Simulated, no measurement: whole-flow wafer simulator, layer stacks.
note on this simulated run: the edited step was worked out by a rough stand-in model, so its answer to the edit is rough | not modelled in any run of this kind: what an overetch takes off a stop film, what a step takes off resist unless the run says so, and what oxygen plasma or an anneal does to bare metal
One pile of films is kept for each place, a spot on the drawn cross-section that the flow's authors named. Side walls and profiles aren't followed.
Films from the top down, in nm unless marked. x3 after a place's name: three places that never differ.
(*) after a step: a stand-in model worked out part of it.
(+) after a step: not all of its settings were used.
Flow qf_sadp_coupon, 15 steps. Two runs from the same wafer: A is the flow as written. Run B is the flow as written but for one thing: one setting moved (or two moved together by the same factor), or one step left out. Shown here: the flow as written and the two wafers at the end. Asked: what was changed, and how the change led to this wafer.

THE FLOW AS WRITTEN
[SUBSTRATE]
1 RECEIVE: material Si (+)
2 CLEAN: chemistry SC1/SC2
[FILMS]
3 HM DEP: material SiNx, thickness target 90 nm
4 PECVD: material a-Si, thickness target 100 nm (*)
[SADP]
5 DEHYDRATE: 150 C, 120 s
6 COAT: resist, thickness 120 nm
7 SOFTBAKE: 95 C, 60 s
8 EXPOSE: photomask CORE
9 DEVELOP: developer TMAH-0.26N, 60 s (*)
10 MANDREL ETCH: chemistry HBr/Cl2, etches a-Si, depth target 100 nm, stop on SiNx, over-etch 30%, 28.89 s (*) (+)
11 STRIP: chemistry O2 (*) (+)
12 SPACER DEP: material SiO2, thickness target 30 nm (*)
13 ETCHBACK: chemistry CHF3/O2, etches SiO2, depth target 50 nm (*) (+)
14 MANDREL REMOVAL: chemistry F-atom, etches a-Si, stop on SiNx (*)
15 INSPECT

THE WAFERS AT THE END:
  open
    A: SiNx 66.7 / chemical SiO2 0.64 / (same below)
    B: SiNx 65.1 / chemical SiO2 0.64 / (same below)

The cause: step 4, PECVD: thickness target 89.3 nm was run, where the flow has thickness target 100 nm.

How the change led to this, step by step:
  4 PECVD: material a-Si, thickness target 100 nm (*)
      m, open: A a-Si +100 (new film) | B a-Si +89.3 (new film)
  10 MANDREL ETCH: chemistry HBr/Cl2, etches a-Si, depth target 100 nm, stop on SiNx, over-etch 30%, 28.89 s (*) (+)
      open: A a-Si -100 (all of it), SiNx -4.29 | B a-Si -89.3 (all of it), SiNx -5.81
  14 MANDREL REMOVAL: chemistry F-atom, etches a-Si, stop on SiNx (*)
      m: A a-Si -95.8 (all of it) | B a-Si -85.1 (all of it)
